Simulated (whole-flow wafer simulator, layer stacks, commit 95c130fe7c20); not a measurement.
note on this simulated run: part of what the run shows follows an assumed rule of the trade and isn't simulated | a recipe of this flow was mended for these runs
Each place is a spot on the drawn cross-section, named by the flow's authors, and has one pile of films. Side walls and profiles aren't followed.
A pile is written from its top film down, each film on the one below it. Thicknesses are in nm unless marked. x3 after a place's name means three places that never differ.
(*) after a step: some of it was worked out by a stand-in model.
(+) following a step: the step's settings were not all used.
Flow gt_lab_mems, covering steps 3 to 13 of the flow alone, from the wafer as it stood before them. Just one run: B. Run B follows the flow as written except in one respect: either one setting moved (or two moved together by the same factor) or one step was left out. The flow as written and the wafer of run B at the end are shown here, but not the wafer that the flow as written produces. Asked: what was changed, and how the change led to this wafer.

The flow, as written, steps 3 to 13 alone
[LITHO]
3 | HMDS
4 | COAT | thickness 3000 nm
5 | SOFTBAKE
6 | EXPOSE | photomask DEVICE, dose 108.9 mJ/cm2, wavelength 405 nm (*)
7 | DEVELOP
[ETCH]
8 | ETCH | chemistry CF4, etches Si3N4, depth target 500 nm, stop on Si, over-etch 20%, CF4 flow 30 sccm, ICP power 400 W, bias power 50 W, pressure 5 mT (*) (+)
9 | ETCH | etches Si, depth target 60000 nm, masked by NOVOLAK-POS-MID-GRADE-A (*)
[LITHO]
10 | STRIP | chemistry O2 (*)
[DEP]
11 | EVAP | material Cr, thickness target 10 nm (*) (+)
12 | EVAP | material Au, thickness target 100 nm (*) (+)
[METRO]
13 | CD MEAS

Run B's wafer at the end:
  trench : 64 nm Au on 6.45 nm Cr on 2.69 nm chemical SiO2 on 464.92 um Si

What caused this: step 4, COAT: thickness 3720 nm was run, though the flow has thickness 3000 nm; step 8, ETCH: depth target 620 nm was run, where the flow has depth target 500 nm.

The path from the change to this, step by step:
  4 | COAT | thickness 3000 nm
      field, trench: +3720 g/i-line-resist (new film) (it would be, as written: +3000 g/i-line-resist (new film))
  7 | DEVELOP
      trench: -3720 g/i-line-resist (all of it) (it would be, as written: -3000 g/i-line-resist (all of it))
  8 | ETCH | chemistry CF4, etches Si3N4, depth target 500 nm, stop on Si, over-etch 20%, CF4 flow 30 sccm, ICP power 400 W, bias power 50 W, pressure 5 mT (*) (+)
      field: -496 g/i-line-resist (it would be, as written: -400 g/i-line-resist)
      trench: -500 Si3N4 (all of it), -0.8 chemical SiO2 (all of it), -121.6 Si (it would be, as written: -500 Si3N4 (all of it), -0.8 chemical SiO2 (all of it), -49.6 Si)
  10 | STRIP | chemistry O2 (*)
      field: -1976 g/i-line-resist (all of it) (it would be, as written: -1352 g/i-line-resist (all of it))
